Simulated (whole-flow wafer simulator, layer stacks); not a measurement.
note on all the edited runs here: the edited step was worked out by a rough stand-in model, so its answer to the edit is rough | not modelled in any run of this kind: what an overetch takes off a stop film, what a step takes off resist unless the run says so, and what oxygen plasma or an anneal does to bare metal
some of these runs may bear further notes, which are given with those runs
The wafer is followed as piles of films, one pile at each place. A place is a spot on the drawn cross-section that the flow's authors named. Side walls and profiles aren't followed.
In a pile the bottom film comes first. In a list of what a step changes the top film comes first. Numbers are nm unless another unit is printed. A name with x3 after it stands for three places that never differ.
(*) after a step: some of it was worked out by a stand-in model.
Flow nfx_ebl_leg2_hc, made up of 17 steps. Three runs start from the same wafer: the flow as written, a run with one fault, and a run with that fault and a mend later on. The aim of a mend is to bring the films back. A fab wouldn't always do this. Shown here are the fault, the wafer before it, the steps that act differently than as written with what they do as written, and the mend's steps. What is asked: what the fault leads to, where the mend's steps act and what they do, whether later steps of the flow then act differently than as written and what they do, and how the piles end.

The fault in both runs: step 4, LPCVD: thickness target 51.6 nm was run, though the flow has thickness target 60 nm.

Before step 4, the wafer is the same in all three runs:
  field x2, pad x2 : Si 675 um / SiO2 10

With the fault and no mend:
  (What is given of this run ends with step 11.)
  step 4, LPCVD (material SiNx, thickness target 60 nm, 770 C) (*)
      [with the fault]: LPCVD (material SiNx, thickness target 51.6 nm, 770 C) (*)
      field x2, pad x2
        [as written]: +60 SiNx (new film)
        [with the fault]: +51.6 SiNx (new film)
  Later steps of the flow up to step 11 that are run all act as written at every place that is followed.
  The piles after step 11 differ from the flow's at field x2, pad x2 by more than 2% or 0.5 nm, whichever is larger.
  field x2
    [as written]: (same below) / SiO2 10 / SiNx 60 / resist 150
    [with the fault]: (same below) / SiO2 10 / SiNx 51.6 / resist 150
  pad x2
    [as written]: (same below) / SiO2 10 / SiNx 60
    [with the fault]: (same below) / SiO2 10 / SiNx 51.6

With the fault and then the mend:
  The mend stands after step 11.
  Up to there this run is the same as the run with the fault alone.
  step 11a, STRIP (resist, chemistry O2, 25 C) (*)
      field x2
        -150 resist (all of it)
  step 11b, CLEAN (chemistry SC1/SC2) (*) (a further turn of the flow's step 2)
      leaves every film unchanged at each place that is followed
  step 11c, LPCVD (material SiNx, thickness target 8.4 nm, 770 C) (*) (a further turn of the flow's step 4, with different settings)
      field x2, pad x2
        +8.4 SiNx
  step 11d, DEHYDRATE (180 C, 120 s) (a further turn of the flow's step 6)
      leaves every film unchanged at each place that is followed
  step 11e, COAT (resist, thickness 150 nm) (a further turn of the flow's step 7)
      field x2, pad x2
        +150 resist (new film)
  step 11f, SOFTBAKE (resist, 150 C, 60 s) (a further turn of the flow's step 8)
      leaves every film unchanged at each place that is followed
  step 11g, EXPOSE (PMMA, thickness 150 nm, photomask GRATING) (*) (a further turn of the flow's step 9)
      leaves every film unchanged at each place that is followed
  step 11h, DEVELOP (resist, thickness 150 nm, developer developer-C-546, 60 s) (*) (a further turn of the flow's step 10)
      pad x2
        -150 resist (all of it)
  Later steps of the flow that are run all act as written at every place that is followed.
  At every place that both follow, the piles at the end match the flow's.
